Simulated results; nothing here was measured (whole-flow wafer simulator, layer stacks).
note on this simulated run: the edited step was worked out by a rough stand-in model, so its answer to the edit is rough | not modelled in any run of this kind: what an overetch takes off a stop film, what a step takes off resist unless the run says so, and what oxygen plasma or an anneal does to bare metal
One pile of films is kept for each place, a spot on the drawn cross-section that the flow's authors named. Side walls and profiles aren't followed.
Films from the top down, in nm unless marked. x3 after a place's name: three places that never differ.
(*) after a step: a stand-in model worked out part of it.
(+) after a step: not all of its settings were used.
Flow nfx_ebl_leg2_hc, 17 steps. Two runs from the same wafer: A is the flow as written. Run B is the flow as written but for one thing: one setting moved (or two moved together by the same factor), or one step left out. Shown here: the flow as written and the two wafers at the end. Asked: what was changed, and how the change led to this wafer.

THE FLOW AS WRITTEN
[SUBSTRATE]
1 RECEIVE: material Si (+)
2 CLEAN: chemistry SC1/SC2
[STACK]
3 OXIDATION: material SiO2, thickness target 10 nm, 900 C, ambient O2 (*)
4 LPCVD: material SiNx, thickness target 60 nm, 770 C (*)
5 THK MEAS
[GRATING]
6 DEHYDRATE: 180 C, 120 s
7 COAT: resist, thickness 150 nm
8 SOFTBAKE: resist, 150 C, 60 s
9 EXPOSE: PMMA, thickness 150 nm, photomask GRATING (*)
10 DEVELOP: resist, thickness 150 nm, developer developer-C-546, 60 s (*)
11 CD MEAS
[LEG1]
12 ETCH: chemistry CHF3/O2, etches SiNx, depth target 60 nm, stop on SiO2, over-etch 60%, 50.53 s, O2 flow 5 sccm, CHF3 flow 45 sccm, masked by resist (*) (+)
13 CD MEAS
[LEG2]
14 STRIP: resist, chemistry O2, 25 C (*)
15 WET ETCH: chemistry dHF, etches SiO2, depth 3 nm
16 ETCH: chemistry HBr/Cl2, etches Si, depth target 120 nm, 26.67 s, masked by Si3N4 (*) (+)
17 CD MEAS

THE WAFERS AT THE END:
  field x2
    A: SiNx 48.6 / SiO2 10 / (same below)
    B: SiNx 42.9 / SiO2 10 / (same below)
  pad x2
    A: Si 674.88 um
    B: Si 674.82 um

The cause: step 16, ETCH: depth target 180 nm was run, where the flow has depth target 120 nm; step 16, ETCH: 40 s was run, where the flow has 26.67 s.

How the change led to this, step by step:
  16 ETCH: chemistry HBr/Cl2, etches Si, depth target 120 nm, 26.67 s, masked by Si3N4 (*) (+)
      field x2: A SiNx -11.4 | B SiNx -17.1
      pad x2: A Si -120 | B Si -180
